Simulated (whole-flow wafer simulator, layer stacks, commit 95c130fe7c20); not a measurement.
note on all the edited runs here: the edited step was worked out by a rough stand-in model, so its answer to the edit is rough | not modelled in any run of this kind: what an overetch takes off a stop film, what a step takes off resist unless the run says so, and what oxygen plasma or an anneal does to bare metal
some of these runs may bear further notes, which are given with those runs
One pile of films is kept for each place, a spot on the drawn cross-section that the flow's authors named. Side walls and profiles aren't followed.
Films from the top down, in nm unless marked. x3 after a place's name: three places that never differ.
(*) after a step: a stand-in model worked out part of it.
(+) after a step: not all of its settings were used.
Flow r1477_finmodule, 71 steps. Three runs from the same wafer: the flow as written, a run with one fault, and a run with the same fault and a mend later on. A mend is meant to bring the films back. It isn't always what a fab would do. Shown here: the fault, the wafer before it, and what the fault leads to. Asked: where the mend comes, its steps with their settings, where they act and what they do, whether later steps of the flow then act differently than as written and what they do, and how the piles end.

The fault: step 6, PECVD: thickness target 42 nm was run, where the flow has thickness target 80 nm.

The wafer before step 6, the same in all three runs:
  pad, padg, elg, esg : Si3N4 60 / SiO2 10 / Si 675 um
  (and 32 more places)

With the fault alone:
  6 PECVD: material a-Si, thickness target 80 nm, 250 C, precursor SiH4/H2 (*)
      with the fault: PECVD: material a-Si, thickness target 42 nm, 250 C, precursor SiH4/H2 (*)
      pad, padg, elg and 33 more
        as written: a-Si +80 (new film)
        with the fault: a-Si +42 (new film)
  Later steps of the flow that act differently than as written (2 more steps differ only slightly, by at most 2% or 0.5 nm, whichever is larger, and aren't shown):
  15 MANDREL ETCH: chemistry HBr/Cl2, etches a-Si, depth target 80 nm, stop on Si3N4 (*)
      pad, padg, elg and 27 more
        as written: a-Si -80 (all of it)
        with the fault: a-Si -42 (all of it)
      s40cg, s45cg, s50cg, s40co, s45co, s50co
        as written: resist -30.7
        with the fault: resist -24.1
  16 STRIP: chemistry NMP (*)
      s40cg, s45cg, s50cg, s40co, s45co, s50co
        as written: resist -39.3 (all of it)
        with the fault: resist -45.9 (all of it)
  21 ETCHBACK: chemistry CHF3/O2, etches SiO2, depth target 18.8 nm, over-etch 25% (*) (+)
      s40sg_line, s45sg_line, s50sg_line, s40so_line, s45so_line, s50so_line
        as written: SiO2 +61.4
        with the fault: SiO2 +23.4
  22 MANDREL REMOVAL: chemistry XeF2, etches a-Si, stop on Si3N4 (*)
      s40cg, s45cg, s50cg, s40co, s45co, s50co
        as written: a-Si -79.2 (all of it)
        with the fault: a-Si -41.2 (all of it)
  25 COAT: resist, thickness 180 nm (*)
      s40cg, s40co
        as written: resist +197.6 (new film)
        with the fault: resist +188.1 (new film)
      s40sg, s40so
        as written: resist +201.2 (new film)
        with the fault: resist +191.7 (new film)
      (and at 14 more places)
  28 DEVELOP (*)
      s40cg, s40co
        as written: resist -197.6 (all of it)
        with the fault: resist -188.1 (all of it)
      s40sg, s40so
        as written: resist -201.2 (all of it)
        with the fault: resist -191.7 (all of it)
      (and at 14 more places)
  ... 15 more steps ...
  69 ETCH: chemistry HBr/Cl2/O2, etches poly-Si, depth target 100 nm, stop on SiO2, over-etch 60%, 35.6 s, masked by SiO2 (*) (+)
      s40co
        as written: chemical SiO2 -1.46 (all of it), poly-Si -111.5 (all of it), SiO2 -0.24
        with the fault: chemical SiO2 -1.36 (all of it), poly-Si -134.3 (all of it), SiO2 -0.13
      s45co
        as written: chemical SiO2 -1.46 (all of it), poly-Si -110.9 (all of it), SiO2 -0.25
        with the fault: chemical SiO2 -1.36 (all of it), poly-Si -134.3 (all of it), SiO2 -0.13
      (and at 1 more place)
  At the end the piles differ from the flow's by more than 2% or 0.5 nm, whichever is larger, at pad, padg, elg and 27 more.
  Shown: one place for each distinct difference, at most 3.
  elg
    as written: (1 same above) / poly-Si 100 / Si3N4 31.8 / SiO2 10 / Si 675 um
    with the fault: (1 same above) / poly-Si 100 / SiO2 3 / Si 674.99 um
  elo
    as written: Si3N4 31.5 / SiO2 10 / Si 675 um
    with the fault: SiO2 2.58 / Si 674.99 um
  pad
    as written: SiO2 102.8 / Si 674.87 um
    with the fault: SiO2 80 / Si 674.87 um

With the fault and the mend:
  The mend comes after step 7.
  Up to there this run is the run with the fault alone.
  7a PECVD: material a-Si, thickness target 38 nm, 250 C, precursor SiH4/H2 (*) (the flow's step 6 once more, with other settings)
      pad, padg, elg and 33 more
        a-Si +38
  No later step of the flow acts differently than as written at any place that is followed.
  At the end the piles are the same as the flow's at every place that both follow.
